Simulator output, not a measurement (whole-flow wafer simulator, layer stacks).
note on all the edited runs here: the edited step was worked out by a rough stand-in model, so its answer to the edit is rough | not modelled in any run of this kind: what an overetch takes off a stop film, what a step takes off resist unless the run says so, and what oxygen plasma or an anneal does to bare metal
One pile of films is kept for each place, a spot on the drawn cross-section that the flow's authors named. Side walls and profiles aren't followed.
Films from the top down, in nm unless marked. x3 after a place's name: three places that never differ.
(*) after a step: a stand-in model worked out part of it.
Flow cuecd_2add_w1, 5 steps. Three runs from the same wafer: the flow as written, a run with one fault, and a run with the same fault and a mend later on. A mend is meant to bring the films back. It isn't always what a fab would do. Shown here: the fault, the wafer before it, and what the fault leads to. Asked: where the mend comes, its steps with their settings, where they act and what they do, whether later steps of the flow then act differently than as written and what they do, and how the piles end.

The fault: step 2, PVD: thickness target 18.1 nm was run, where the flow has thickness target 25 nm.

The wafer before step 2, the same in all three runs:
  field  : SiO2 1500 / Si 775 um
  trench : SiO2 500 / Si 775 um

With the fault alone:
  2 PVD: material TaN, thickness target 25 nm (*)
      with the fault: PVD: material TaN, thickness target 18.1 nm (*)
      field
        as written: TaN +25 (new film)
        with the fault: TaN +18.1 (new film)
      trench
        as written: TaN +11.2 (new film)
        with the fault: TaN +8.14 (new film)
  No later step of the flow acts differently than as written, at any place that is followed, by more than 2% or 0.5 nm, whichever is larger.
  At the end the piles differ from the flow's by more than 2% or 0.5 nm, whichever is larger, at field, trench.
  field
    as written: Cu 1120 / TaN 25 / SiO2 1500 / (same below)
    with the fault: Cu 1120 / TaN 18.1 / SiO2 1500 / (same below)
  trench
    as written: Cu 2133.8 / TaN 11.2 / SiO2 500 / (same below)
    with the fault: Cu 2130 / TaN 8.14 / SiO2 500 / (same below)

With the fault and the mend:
  The mend comes after step 2.
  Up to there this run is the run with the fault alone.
  2a PVD: material TaN, thickness target 6.9 nm (*) (the flow's step 2 once more, with other settings)
      field
        TaN +6.9
      trench
        TaN +3.05
  No later step of the flow acts differently than as written at any place that is followed.
  At the end the piles are the same as the flow's at every place that both follow.
